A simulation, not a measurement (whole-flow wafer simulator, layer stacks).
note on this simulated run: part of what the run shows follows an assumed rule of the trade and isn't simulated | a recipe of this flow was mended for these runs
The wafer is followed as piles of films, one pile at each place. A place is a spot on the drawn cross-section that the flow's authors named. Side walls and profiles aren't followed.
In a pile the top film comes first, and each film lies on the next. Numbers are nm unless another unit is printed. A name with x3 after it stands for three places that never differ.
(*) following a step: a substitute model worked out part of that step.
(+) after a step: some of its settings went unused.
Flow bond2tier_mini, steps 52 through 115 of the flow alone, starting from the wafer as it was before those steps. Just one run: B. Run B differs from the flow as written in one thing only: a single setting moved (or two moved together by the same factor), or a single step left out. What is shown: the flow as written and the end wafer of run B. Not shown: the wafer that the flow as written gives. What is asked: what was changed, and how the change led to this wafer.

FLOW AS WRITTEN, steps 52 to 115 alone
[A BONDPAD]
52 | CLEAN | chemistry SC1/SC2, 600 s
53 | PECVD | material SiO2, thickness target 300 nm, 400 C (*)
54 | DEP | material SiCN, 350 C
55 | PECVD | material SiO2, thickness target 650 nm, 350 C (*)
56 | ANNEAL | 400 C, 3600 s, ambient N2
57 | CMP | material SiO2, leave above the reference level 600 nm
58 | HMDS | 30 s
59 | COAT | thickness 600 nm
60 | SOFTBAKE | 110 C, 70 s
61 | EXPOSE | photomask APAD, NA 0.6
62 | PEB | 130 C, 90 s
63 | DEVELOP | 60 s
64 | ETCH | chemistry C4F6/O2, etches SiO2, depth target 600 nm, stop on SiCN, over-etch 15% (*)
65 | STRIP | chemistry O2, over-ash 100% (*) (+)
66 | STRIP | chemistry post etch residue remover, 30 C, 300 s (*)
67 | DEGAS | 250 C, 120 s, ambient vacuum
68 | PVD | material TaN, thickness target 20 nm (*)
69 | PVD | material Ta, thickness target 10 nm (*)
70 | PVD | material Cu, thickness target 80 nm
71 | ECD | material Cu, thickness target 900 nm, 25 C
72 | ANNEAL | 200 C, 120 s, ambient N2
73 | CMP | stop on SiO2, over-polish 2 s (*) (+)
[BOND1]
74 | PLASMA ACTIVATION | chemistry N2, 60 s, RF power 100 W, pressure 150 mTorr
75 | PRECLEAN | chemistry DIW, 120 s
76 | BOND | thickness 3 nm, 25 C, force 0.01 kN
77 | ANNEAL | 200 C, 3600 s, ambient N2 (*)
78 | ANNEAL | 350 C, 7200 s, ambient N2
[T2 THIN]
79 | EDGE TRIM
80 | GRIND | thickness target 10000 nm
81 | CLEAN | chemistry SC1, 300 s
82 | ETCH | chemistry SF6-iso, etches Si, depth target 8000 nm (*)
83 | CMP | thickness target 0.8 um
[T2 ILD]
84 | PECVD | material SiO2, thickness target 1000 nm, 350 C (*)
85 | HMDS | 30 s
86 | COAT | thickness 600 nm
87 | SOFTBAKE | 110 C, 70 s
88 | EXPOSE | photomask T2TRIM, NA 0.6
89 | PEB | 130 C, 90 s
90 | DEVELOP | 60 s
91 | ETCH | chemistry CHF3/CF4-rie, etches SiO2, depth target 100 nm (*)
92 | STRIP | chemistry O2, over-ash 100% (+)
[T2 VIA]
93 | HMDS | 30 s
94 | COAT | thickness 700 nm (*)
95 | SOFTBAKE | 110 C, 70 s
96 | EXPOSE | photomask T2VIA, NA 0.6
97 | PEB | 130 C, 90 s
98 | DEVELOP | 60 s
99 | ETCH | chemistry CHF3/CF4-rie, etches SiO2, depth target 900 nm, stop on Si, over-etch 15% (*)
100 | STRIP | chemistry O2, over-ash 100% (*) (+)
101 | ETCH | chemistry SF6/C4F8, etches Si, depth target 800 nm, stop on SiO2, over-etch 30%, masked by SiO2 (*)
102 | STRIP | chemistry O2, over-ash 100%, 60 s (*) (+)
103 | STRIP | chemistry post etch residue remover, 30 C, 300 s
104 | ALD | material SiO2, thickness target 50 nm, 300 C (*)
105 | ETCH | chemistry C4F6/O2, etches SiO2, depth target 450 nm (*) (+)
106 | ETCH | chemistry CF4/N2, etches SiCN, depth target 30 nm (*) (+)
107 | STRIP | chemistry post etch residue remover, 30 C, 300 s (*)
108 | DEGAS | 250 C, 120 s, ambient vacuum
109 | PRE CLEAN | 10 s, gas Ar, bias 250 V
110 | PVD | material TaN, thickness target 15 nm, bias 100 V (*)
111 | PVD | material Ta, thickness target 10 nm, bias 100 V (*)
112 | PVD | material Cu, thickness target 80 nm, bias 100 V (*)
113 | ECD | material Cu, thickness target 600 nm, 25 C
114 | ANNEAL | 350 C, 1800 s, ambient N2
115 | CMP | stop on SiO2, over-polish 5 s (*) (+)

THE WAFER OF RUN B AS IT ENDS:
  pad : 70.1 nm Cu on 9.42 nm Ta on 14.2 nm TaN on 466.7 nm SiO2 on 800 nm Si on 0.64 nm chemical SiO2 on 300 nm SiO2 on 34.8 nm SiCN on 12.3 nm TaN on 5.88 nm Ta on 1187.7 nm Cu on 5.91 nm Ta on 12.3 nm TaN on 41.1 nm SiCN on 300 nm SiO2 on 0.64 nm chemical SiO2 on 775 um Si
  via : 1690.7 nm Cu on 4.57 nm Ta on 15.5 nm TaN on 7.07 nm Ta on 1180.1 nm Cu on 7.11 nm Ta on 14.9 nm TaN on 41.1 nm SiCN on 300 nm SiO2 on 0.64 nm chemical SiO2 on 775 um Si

The reason: step 64, ETCH: over-etch 8.81% was run, whereas the flow has over-etch 15%.

How this came from the change, step by step:
  64 | ETCH | chemistry C4F6/O2, etches SiO2, depth target 600 nm, stop on SiCN, over-etch 15% (*)
      pad, via: SiO2 loses 600 (all of it), SiCN loses 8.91 (it would be, as written: SiO2 loses 600 (all of it), SiCN loses 15.2)
      field: thick-KrF-resist loses 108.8 (it would be, as written: thick-KrF-resist loses 115)
